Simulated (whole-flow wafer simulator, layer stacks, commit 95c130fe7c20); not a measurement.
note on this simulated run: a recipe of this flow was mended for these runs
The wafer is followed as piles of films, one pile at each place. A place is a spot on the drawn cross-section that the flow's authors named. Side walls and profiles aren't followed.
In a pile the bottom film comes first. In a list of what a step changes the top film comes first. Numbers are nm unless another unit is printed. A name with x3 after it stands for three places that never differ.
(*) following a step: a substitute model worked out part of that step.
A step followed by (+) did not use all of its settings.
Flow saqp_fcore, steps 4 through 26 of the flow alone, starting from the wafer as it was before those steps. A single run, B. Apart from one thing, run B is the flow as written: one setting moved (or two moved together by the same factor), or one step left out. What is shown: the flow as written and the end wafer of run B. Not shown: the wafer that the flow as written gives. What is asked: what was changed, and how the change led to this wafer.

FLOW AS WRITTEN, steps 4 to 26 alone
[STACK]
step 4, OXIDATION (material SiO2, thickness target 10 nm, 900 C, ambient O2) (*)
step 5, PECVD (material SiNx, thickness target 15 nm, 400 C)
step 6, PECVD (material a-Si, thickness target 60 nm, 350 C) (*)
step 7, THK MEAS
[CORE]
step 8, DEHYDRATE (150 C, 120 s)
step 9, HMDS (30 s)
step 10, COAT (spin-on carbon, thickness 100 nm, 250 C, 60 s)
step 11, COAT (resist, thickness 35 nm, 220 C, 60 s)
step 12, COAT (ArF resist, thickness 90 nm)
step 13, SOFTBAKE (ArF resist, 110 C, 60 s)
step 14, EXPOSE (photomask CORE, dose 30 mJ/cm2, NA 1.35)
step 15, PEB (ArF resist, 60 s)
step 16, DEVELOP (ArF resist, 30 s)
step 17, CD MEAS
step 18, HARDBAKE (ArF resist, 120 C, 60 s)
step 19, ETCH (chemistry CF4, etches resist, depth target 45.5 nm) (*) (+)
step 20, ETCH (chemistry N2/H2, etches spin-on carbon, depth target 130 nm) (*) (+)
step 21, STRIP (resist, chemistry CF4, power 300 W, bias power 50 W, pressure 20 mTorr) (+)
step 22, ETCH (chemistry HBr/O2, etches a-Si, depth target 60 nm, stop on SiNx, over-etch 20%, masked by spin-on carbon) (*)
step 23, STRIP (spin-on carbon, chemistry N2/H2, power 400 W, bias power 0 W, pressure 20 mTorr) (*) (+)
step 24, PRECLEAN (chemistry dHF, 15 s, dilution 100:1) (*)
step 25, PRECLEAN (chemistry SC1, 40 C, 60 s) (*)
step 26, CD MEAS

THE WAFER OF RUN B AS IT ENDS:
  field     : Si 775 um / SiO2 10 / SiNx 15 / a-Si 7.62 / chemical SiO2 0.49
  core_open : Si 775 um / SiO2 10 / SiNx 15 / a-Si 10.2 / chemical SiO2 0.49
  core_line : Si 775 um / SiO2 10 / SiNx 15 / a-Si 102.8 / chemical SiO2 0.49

Cause: step 6, PECVD: thickness target 103.5 nm was run, whereas the flow has thickness target 60 nm.

The path from the change to this, step by step:
  step 6, PECVD (material a-Si, thickness target 60 nm, 350 C) (*)
      field, core_open, core_line: +103.5 a-Si (new film) (as written it would have been: +60 a-Si (new film))
  step 22, ETCH (chemistry HBr/O2, etches a-Si, depth target 60 nm, stop on SiNx, over-etch 20%, masked by spin-on carbon) (*)
      field: -72 a-Si (as written it would have been: -36.8 a-Si (all of it), -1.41 SiNx)
      core_open: -72 a-Si (as written it would have been: -39.4 a-Si (all of it), -1.3 SiNx)
      (and at 1 other place as well)
  step 23, STRIP (spin-on carbon, chemistry N2/H2, power 400 W, bias power 0 W, pressure 20 mTorr) (*) (+)
      core_line: -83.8 spin-on carbon (all of it) (as written it would have been: -88.8 spin-on carbon (all of it))
  step 24, PRECLEAN (chemistry dHF, 15 s, dilution 100:1) (*)
      field, core_open: nothing (as written it would have been: -1.31 SiNx)
  step 25, PRECLEAN (chemistry SC1, 40 C, 60 s) (*)
      field, core_open: +0.49 chemical SiO2 (new film), -0.7 a-Si (as written it would have been: nothing)
